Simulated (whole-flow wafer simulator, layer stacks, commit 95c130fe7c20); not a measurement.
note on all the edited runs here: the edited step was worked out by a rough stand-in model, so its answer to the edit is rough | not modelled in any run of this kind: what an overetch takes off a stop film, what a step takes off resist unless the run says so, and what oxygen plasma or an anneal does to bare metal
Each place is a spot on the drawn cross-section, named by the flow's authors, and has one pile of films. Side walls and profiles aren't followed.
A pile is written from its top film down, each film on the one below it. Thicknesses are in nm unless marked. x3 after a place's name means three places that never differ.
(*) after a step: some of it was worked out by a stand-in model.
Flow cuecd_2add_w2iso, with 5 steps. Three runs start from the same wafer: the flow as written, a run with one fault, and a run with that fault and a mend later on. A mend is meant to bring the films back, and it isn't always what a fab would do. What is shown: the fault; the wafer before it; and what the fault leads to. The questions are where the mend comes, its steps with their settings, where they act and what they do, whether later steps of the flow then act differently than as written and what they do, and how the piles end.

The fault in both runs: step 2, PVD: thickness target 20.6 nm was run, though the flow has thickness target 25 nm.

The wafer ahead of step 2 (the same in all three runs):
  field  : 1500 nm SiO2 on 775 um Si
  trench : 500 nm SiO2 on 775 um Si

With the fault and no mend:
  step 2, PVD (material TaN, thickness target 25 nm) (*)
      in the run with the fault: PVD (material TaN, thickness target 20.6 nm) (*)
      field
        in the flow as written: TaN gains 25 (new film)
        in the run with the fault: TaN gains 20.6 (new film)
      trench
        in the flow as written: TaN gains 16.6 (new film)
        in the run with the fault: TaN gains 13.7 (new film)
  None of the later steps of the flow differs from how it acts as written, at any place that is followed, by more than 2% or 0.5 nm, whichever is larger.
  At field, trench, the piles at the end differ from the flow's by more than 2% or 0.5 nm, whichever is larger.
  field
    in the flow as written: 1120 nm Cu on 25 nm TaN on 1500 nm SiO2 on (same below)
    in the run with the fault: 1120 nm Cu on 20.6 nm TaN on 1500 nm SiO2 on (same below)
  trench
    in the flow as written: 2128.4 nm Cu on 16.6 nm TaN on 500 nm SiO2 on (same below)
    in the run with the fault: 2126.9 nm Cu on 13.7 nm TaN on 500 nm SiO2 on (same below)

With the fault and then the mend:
  The mend follows step 2.
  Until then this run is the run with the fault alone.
  step 2a, PVD (material TaN, thickness target 4.4 nm) (*) (the flow's step 2, run once more with other settings)
      field
        TaN gains 4.4
      trench
        TaN gains 2.9
  None of the later steps of the flow acts differently than as written at any place that is followed.
  By the end, the piles equal the flow's at every place that both follow.
